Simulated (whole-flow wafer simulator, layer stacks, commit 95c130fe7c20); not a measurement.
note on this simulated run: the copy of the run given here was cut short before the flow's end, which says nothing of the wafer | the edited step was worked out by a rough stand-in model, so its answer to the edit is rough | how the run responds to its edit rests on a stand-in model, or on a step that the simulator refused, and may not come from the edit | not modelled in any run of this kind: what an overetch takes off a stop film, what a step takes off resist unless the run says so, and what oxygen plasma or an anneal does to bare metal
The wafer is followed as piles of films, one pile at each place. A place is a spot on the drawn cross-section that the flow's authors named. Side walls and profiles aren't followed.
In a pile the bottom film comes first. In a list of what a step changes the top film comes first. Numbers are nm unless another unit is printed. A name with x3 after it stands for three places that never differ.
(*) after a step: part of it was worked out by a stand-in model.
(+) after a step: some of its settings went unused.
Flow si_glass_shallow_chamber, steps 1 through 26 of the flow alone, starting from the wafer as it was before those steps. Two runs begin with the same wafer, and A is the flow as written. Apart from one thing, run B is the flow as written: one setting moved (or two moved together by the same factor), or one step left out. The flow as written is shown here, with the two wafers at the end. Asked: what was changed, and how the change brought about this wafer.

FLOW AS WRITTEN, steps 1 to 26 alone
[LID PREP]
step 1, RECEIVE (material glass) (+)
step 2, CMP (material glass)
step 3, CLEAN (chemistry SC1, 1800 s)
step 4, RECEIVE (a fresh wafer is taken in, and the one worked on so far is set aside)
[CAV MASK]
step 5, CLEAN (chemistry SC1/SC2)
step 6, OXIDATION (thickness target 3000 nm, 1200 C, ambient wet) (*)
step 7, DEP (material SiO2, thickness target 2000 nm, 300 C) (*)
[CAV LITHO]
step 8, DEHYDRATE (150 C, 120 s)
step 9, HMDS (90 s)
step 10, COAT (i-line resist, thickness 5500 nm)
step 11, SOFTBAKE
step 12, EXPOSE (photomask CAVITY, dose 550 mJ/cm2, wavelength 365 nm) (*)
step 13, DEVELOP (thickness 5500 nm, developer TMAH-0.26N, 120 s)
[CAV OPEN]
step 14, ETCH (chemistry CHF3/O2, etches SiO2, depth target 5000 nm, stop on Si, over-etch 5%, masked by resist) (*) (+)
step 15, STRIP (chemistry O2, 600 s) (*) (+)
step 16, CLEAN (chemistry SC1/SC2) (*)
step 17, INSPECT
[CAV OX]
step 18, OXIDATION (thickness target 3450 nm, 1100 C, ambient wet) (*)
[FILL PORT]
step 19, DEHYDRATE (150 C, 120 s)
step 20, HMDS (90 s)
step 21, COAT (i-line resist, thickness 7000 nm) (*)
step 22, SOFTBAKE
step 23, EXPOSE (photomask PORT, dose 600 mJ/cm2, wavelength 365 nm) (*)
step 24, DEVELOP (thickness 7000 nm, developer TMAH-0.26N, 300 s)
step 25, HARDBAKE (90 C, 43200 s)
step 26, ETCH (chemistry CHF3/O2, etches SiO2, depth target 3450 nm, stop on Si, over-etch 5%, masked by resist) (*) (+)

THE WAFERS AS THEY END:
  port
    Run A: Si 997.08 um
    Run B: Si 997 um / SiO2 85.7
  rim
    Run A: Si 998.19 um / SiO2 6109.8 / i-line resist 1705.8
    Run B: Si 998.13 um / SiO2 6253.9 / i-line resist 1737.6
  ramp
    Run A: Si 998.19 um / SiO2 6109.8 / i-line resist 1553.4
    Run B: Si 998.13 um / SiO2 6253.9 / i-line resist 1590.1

Cause: step 18, OXIDATION: 1128 C was run, while the flow as written has 1100 C.

The path from the change to this, step by step:
  step 18, OXIDATION (thickness target 3450 nm, 1100 C, ambient wet) (*)
      rim, ramp, septum, ring: A +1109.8 SiO2, -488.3 Si | B +1253.9 SiO2, -551.7 Si
      cav, port: A +3450 SiO2 (new film), -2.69 chemical SiO2 (all of it), -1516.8 Si | B +3708.2 SiO2 (new film), -2.69 chemical SiO2 (all of it), -1630.4 Si
  step 25, HARDBAKE (90 C, 43200 s)
      ramp: A -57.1 i-line resist | B -58.4 i-line resist
  step 26, ETCH (chemistry CHF3/O2, etches SiO2, depth target 3450 nm, stop on Si, over-etch 5%, masked by resist) (*) (+)
      port: A -3450 SiO2 (all of it), -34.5 Si | B -3622.5 SiO2
